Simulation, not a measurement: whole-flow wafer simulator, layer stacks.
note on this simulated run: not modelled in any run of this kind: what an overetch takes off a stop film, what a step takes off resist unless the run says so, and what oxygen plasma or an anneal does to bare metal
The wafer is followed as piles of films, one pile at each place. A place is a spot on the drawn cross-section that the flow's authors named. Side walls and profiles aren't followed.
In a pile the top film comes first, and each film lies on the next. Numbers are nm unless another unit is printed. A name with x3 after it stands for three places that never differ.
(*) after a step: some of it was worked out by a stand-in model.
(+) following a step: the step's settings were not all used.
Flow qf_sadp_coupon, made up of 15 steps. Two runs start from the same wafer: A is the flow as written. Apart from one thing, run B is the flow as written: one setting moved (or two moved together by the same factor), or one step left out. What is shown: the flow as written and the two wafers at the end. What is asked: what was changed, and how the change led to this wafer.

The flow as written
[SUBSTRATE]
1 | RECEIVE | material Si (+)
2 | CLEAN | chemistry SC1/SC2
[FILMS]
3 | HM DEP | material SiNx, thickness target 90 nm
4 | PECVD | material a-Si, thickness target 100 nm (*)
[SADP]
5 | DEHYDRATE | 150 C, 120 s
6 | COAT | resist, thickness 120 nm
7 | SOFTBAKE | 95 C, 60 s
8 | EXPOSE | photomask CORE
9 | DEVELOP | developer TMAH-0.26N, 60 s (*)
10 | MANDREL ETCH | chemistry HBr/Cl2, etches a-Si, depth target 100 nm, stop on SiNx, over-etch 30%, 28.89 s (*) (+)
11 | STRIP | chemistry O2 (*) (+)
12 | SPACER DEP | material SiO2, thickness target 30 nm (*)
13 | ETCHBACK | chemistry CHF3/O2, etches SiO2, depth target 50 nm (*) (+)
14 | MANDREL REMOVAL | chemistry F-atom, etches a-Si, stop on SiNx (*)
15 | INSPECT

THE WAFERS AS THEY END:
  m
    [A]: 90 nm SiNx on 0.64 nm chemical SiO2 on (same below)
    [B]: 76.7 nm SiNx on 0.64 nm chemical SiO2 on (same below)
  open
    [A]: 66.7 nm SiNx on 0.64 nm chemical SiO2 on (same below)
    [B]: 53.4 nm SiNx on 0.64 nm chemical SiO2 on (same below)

Cause: step 3, HM DEP: thickness target 76.7 nm was run, though the flow has thickness target 90 nm.
One can read it off the wafer: m has SiNx 76.7, and step 3 as written asks for 90 nm.

The path from the change to this, step by step:
  3 | HM DEP | material SiNx, thickness target 90 nm
      m, open: A +90 SiNx (new film) | B +76.7 SiNx (new film)
